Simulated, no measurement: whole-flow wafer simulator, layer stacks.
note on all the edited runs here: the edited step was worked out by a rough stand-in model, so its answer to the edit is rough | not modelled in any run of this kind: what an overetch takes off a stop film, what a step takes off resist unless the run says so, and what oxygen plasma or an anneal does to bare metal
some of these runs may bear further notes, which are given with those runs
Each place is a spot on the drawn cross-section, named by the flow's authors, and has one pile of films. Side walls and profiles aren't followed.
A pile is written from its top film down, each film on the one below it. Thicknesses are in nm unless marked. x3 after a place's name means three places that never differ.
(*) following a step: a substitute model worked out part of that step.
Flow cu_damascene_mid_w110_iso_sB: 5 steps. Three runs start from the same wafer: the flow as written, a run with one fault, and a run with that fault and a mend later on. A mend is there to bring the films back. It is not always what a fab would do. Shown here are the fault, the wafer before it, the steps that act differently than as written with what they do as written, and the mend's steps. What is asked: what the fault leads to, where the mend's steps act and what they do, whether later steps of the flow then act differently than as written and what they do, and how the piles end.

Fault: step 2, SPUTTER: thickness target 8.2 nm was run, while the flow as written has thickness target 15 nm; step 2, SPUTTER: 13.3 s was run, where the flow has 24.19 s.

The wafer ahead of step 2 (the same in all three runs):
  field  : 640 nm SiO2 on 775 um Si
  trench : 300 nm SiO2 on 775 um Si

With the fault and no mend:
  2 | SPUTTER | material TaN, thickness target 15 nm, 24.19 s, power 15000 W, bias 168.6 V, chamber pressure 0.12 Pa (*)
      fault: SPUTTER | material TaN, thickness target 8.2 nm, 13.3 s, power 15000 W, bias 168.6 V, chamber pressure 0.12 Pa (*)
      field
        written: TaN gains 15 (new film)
        fault: TaN gains 8.2 (new film)
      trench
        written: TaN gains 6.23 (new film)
        fault: TaN gains 3.41 (new film)
  Steps later in the flow that act otherwise than as written (2 more steps, not shown, differ only slightly: by at most 2% or 0.5 nm, whichever is larger):
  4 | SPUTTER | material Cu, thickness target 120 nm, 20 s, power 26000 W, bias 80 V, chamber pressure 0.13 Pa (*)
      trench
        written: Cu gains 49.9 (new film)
        fault: Cu gains 51 (new film)
  By the end, the piles at field, trench depart from the flow's by more than 2% or 0.5 nm, whichever is larger.
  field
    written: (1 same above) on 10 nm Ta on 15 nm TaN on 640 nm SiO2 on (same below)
    fault: (1 same above) on 10 nm Ta on 8.2 nm TaN on 640 nm SiO2 on (same below)
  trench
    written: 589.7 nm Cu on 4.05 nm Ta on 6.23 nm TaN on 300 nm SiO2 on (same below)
    fault: 585.7 nm Cu on 4.13 nm Ta on 3.41 nm TaN on 300 nm SiO2 on (same below)

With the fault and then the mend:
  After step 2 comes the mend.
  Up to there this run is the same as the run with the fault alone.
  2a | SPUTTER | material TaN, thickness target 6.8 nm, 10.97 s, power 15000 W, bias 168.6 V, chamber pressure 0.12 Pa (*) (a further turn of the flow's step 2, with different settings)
      field
        TaN gains 6.8
      trench
        TaN gains 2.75
  None of the later steps of the flow differs from how it acts as written, at any place that is followed, by more than 2% or 0.5 nm, whichever is larger.
  When the end is reached, the piles differ only a little from the flow's at the places that both follow, at most by 2% or 0.5 nm, whichever is larger.
